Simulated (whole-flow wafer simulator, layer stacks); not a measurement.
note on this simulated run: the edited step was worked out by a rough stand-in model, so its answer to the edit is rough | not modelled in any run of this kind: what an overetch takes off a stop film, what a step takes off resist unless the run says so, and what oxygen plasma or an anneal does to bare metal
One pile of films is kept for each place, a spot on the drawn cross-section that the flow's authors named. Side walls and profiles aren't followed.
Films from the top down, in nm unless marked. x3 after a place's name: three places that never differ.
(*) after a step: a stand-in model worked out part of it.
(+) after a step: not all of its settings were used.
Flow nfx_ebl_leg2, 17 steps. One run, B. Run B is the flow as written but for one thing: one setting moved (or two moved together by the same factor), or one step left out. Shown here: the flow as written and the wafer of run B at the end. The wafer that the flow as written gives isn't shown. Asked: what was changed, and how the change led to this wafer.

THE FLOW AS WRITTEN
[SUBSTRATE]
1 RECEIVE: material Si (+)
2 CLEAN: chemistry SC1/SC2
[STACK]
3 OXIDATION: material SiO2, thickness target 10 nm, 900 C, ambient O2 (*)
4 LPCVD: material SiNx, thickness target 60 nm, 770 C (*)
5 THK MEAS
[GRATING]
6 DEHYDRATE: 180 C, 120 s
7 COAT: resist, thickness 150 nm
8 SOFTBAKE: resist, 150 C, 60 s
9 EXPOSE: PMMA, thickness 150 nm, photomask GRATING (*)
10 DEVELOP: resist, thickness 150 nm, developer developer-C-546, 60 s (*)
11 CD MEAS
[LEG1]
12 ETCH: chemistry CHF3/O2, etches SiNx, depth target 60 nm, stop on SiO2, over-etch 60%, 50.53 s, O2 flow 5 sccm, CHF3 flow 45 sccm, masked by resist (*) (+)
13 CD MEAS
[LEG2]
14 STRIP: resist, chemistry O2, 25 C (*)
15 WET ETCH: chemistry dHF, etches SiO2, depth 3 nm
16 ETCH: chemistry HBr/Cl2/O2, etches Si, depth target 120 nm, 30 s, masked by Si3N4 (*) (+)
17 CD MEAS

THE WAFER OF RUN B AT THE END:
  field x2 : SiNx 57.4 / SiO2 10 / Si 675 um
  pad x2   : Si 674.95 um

The cause: step 16, ETCH: depth target 45.4 nm was run, where the flow has depth target 120 nm; step 16, ETCH: 11.34 s was run, where the flow has 30 s.

How the change led to this, step by step:
  16 ETCH: chemistry HBr/Cl2/O2, etches Si, depth target 120 nm, 30 s, masked by Si3N4 (*) (+)
      field x2: SiNx -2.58 (as written it would be: SiNx -6.82)
      pad x2: Si -45.4 (as written it would be: Si -120)
